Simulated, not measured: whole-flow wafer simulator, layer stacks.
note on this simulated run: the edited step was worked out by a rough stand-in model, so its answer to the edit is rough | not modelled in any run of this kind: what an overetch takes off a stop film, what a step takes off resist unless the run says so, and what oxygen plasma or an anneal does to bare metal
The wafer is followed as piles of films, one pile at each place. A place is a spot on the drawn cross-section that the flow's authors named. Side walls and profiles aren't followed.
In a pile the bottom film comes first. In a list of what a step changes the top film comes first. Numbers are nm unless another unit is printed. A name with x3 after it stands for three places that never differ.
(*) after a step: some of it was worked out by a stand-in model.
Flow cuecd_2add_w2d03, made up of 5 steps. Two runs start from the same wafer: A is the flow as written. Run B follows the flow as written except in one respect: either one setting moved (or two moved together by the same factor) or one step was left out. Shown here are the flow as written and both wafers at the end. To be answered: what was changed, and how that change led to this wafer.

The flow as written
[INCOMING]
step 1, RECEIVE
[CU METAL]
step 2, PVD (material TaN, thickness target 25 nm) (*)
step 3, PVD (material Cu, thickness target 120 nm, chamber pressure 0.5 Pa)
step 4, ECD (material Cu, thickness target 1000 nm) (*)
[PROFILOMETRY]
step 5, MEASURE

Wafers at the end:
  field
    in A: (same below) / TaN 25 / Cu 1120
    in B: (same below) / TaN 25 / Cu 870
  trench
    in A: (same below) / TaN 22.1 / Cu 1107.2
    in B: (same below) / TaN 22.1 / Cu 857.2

What caused this: step 4, ECD: thickness target 750 nm was run, though the flow has thickness target 1000 nm.

How this came from the change, step by step:
  step 4, ECD (material Cu, thickness target 1000 nm) (*)
      field, trench: A Cu gains 1000 | B Cu gains 750
